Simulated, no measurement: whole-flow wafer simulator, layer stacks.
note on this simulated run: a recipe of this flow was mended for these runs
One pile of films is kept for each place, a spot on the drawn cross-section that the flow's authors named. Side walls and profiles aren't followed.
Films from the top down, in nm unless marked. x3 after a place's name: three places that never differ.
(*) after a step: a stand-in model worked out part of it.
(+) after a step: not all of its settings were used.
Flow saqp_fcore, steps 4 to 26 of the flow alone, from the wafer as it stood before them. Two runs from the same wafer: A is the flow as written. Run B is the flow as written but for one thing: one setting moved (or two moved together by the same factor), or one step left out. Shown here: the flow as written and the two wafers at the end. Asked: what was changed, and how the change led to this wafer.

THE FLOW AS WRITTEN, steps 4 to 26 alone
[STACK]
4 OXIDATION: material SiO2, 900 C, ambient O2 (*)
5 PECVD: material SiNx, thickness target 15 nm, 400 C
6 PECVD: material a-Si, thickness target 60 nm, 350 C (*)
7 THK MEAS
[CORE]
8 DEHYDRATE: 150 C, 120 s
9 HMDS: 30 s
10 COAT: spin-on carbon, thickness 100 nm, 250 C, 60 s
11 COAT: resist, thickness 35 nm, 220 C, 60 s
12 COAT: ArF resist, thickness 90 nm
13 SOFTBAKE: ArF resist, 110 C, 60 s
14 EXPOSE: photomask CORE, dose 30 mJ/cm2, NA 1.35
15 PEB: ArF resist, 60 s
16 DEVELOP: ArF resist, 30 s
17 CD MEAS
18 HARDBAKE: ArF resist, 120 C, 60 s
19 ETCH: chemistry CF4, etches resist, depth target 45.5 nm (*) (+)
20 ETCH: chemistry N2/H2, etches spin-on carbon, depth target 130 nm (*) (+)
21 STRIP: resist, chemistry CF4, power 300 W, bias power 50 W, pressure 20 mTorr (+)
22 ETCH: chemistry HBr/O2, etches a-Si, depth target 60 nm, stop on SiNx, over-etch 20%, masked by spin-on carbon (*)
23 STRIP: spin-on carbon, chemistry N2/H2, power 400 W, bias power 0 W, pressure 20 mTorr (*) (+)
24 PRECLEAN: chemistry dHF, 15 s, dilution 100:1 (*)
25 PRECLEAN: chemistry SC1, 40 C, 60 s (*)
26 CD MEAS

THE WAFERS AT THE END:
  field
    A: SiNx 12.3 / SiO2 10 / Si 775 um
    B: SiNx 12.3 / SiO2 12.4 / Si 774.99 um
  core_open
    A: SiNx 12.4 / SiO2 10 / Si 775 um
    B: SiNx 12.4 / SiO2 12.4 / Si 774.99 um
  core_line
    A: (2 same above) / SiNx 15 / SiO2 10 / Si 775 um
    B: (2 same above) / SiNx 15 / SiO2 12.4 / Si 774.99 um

The cause: step 4, OXIDATION: 923 C was run, where the flow has 900 C.

How the change led to this, step by step:
  4 OXIDATION: material SiO2, 900 C, ambient O2 (*)
      field, core_open, core_line: A SiO2 +10 (new film), chemical SiO2 -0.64 (all of it), Si -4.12 | B SiO2 +12.4 (new film), chemical SiO2 -0.64 (all of it), Si -5.16
